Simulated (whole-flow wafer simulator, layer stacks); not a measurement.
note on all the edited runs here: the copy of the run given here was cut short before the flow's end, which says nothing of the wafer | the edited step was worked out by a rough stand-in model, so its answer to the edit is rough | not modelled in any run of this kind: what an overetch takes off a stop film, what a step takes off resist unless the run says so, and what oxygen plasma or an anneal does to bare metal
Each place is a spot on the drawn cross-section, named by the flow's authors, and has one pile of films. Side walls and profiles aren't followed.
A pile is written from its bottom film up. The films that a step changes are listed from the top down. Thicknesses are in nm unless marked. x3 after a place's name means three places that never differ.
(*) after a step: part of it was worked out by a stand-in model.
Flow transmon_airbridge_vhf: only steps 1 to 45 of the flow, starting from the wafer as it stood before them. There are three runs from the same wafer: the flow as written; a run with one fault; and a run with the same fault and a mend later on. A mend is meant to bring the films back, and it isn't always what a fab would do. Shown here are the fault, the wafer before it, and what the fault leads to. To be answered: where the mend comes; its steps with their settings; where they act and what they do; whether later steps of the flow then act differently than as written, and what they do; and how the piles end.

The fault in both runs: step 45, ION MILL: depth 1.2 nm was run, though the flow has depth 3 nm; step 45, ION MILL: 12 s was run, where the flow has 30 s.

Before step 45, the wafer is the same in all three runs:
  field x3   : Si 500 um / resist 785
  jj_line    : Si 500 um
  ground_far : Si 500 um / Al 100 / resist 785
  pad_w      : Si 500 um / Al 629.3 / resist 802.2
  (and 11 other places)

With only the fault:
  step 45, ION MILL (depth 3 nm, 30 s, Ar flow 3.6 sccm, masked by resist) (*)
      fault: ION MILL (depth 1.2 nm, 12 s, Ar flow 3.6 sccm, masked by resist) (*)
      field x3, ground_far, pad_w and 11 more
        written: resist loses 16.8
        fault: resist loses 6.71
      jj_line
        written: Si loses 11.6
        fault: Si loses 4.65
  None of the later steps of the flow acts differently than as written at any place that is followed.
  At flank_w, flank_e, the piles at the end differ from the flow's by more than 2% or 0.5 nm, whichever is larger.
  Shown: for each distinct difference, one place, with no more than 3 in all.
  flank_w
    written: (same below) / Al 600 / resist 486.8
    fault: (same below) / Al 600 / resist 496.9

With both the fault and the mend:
  The mend stands after step 45.
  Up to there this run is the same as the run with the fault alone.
  step 45a, ION MILL (depth 1.8 nm, 18 s, Ar flow 3.6 sccm, masked by resist) (*) (a further turn of the flow's step 45, with different settings)
      field x3, ground_far, pad_w and 11 more
        resist loses 10.1
      jj_line
        Si loses 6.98
  None of the later steps of the flow acts differently than as written at any place that is followed.
  At every place that both follow, the piles at the end match the flow's.
